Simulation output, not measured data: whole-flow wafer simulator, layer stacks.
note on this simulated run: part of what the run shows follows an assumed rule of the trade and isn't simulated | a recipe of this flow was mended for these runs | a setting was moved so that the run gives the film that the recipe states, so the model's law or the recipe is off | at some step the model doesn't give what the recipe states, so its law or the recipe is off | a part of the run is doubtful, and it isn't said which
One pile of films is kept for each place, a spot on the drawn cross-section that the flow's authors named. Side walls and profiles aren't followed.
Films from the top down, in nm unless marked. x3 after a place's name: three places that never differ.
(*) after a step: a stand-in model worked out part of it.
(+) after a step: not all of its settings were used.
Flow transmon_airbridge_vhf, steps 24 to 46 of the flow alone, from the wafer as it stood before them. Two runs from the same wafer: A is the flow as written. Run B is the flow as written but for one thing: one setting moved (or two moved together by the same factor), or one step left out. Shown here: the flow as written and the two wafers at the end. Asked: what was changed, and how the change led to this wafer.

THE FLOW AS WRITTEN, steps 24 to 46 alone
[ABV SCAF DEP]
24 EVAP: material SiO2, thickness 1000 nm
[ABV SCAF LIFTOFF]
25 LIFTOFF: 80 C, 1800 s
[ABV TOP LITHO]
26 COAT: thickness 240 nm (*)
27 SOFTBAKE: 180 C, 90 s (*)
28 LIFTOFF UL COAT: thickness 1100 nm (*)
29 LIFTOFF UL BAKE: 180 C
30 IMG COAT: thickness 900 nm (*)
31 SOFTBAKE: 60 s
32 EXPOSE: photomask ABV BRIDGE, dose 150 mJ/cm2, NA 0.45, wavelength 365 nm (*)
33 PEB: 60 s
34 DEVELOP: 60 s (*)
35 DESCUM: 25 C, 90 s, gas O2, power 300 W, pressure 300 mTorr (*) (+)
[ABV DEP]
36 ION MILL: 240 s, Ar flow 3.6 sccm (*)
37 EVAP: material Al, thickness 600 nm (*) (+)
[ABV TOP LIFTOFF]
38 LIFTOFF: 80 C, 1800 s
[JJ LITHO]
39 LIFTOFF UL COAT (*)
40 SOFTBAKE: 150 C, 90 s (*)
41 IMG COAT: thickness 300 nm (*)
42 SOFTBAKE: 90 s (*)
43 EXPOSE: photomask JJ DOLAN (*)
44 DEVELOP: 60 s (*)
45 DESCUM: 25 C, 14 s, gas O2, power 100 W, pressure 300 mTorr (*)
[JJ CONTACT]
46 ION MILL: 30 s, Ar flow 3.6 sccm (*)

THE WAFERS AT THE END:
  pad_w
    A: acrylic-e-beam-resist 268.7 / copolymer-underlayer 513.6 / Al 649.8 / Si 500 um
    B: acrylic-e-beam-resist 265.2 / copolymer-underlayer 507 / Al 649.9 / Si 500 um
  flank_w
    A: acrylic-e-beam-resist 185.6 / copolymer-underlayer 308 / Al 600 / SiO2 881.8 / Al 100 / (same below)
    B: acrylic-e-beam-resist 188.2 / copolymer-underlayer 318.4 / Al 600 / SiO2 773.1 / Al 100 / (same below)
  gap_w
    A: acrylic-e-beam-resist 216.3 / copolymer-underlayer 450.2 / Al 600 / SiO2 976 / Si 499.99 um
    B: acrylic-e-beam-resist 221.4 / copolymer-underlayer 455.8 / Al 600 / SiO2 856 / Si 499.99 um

The cause: step 24, EVAP: thickness 880 nm was run, where the flow has thickness 1000 nm.

How the change led to this, step by step:
  24 EVAP: material SiO2, thickness 1000 nm
      field x3, jj_line, ground_far and 10 more: A SiO2 +1000 (new film) | B SiO2 +880 (new film)
      flank_w, flank_e: A SiO2 +905.8 (new film) | B SiO2 +797.1 (new film)
  25 LIFTOFF: 80 C, 1800 s
      field x3, jj_line, trace_open_s x2: A SiO2 -1000 (all of it), i-line-resist -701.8 (all of it), lift-off-underlayer -1100 (all of it), acrylic-e-beam-resist -240 (all of it) | B SiO2 -880 (all of it), i-line-resist -701.8 (all of it), lift-off-underlayer -1100 (all of it), acrylic-e-beam-resist -240 (all of it)
      pad_w, pad_e: A SiO2 -1000 (all of it), i-line-resist -696.3 (all of it), lift-off-underlayer -1089.9 (all of it), acrylic-e-beam-resist -239.3 (all of it) | B SiO2 -880 (all of it), i-line-resist -696.3 (all of it), lift-off-underlayer -1089.9 (all of it), acrylic-e-beam-resist -239.3 (all of it)
      (and at 1 more place)
  26 COAT: thickness 240 nm (*)
      flank_w, flank_e: A acrylic-e-beam-resist +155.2 (new film) | B acrylic-e-beam-resist +158.8 (new film)
      gap_w, gap_e: A acrylic-e-beam-resist +211.2 (new film) | B acrylic-e-beam-resist +216.5 (new film)
      (and at 4 more places)
  28 LIFTOFF UL COAT: thickness 1100 nm (*)
      margin_s, margin_n: A lift-off-underlayer +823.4 (new film) | B lift-off-underlayer +852 (new film)
      flank_w: A lift-off-underlayer +832.3 (new film) | B lift-off-underlayer +860.5 (new film)
      (and at 2 more places)
  30 IMG COAT: thickness 900 nm (*)
      gap_w, gap_e: A i-line-resist +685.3 (new film) | B i-line-resist +714 (new film)
      margin_s, margin_n: A i-line-resist +603.2 (new film) | B i-line-resist +641.3 (new film)
      (and at 4 more places)
  33 PEB: 60 s
      flank_w, flank_e: A i-line-resist -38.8 | B i-line-resist -40
      gap_w, gap_e: A i-line-resist -35 | B i-line-resist -36.6
      (and at 4 more places)
  34 DEVELOP: 60 s (*)
      gap_w, gap_e: A i-line-resist -650.2 (all of it), lift-off-underlayer -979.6 (all of it) | B i-line-resist -677.4 (all of it), lift-off-underlayer -996.2 (all of it)
      flank_w: A i-line-resist -716.4 (all of it), lift-off-underlayer -832.3 (all of it) | B i-line-resist -737.7 (all of it), lift-off-underlayer -860.5 (all of it)
      (and at 3 more places)
  35 DESCUM: 25 C, 90 s, gas O2, power 300 W, pressure 300 mTorr (*) (+)
      flank_w, flank_e: A acrylic-e-beam-resist -155.2 (all of it) | B acrylic-e-beam-resist -158.8 (all of it)
      gap_w, gap_e: A acrylic-e-beam-resist -211.2 (all of it) | B acrylic-e-beam-resist -216.5 (all of it)
      (and at 2 more places)
  38 LIFTOFF: 80 C, 1800 s
      margin_s, margin_n: A Al -600 (all of it), i-line-resist -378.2 (all of it), lift-off-underlayer -823.4 (all of it), acrylic-e-beam-resist -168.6 (all of it) | B Al -600 (all of it), i-line-resist -417.2 (all of it), lift-off-underlayer -852 (all of it), acrylic-e-beam-resist -175.5 (all of it)
  39 LIFTOFF UL COAT (*)
      flank_w, flank_e: A copolymer-underlayer +308 (new film) | B copolymer-underlayer +318.4 (new film)
  41 IMG COAT: thickness 300 nm (*)
      gap_w, gap_e: A acrylic-e-beam-resist +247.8 (new film) | B acrylic-e-beam-resist +252.9 (new film)
      margin_s, margin_n: A acrylic-e-beam-resist +249.2 (new film) | B acrylic-e-beam-resist +256.5 (new film)
      (and at 1 more place)
